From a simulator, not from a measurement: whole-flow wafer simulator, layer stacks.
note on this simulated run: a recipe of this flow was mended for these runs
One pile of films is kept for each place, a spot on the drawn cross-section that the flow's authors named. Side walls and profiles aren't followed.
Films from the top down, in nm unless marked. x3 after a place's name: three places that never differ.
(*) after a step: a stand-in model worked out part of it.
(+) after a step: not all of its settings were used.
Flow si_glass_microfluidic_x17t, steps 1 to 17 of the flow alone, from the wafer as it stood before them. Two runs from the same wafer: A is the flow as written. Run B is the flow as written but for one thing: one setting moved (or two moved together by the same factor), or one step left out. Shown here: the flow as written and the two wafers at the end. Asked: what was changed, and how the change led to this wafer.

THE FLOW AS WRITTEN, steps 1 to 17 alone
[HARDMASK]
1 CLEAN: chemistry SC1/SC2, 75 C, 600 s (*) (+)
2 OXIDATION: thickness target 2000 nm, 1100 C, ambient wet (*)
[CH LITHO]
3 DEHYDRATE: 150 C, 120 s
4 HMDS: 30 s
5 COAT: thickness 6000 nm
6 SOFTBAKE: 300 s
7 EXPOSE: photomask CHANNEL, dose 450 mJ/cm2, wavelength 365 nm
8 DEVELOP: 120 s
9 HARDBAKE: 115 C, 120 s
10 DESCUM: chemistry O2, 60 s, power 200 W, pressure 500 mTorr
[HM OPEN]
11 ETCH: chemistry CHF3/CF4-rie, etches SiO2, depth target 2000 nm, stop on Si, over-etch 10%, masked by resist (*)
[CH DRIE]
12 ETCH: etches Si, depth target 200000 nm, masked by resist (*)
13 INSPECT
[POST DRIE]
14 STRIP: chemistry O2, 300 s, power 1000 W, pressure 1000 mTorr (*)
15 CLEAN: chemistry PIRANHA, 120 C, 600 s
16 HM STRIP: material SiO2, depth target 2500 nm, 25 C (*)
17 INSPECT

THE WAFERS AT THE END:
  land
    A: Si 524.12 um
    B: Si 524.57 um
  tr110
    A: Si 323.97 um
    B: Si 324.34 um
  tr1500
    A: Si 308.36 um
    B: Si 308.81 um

The cause: step 2, OXIDATION: 935 C was run, where the flow has 1100 C.

How the change led to this, step by step:
  2 OXIDATION: thickness target 2000 nm, 1100 C, ambient wet (*)
      land, tr110, tr1500, tr15: A SiO2 +2000 (new film), chemical SiO2 -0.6 (all of it), Si -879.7 | B SiO2 +975.8 (new film), chemical SiO2 -0.6 (all of it), Si -429.1
  11 ETCH: chemistry CHF3/CF4-rie, etches SiO2, depth target 2000 nm, stop on Si, over-etch 10%, masked by resist (*)
      tr110, tr1500, tr15: A SiO2 -2000 (all of it), Si -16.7 | B SiO2 -975.8 (all of it), Si -102
      land: A thick-i-line-resist -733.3 | B thick-i-line-resist -357.8
  12 ETCH: etches Si, depth target 200000 nm, masked by resist (*)
      tr1500: A Si -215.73 um | B Si -215.65 um
      tr15: A Si -149.99 um | B Si -150.19 um
  14 STRIP: chemistry O2, 300 s, power 1000 W, pressure 1000 mTorr (*)
      land: A thick-i-line-resist -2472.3 (all of it) | B thick-i-line-resist -2848.9 (all of it)
  16 HM STRIP: material SiO2, depth target 2500 nm, 25 C (*)
      land: A SiO2 -2000 (all of it) | B SiO2 -975.8 (all of it)
